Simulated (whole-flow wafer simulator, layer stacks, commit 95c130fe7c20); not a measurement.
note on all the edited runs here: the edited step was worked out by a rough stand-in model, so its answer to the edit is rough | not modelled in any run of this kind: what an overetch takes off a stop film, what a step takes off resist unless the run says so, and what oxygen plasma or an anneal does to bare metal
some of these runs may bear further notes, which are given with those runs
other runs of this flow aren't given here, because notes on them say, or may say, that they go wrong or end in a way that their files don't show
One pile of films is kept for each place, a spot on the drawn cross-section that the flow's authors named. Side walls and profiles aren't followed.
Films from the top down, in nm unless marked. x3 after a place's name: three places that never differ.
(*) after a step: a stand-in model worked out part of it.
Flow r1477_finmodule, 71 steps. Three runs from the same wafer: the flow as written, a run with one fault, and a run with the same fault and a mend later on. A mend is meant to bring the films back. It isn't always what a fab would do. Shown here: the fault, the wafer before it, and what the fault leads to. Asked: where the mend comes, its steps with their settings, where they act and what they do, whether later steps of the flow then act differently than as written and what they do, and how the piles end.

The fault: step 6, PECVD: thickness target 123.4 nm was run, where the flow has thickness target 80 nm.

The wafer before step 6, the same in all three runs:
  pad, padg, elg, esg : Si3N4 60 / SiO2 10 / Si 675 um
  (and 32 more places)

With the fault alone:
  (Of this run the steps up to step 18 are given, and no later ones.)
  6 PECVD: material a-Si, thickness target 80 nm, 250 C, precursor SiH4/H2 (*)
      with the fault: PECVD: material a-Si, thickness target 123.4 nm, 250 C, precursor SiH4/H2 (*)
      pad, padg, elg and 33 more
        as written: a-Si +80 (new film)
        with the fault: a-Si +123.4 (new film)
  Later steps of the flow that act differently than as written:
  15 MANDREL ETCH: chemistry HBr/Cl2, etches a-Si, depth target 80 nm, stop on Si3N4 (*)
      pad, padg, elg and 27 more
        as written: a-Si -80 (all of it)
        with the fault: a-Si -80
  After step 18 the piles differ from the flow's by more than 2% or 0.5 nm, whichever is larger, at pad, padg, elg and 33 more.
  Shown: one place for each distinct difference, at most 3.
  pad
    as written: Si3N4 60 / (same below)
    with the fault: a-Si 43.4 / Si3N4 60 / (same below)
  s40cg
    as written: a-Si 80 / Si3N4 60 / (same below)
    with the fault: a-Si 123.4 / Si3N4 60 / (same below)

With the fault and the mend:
  The mend comes after step 7.
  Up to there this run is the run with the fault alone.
  7a ETCH: chemistry tmah, depth target 43.4 nm
      pad, padg, elg and 33 more
        a-Si -43.4
  No later step of the flow acts differently than as written at any place that is followed.
  At the end the piles are the same as the flow's at every place that both follow.
